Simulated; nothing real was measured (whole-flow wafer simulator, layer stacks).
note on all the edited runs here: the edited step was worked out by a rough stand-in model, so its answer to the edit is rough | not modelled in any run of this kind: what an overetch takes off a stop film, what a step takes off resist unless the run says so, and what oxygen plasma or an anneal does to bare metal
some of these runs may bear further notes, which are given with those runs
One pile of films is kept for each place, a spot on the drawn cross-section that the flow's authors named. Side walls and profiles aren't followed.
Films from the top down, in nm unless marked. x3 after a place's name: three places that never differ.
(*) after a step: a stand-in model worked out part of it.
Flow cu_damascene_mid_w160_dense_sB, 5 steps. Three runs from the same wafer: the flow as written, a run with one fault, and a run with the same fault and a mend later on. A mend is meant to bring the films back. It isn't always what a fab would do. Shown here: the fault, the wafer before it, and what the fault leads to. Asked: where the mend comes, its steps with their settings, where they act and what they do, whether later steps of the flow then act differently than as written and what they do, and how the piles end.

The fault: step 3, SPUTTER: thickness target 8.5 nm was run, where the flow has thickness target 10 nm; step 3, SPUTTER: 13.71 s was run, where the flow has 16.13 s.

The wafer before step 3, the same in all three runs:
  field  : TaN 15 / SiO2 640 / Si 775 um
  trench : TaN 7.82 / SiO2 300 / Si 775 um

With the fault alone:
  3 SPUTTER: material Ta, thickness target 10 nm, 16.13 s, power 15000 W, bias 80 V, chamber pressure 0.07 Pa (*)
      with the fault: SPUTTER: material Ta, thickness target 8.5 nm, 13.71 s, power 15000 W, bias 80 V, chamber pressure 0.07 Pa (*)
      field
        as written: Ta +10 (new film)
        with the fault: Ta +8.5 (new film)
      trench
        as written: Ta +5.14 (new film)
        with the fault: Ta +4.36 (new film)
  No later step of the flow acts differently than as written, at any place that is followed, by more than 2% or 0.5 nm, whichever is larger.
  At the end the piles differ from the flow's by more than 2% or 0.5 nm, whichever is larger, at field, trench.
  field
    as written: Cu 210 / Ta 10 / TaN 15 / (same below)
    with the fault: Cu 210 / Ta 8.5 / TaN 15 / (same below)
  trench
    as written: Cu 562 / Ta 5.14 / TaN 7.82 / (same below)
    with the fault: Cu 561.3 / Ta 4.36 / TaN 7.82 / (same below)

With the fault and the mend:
  The mend comes after step 3.
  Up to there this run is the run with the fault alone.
  3a SPUTTER: material Ta, thickness target 1.5 nm, 2.42 s, power 15000 W, bias 80 V, chamber pressure 0.07 Pa (*) (the flow's step 3 once more, with other settings)
      field
        Ta +1.5
      trench
        Ta +0.75
  No later step of the flow acts differently than as written at any place that is followed.
  At the end the piles differ from the flow's only slightly at the places that both follow, by at most 2% or 0.5 nm, whichever is larger.
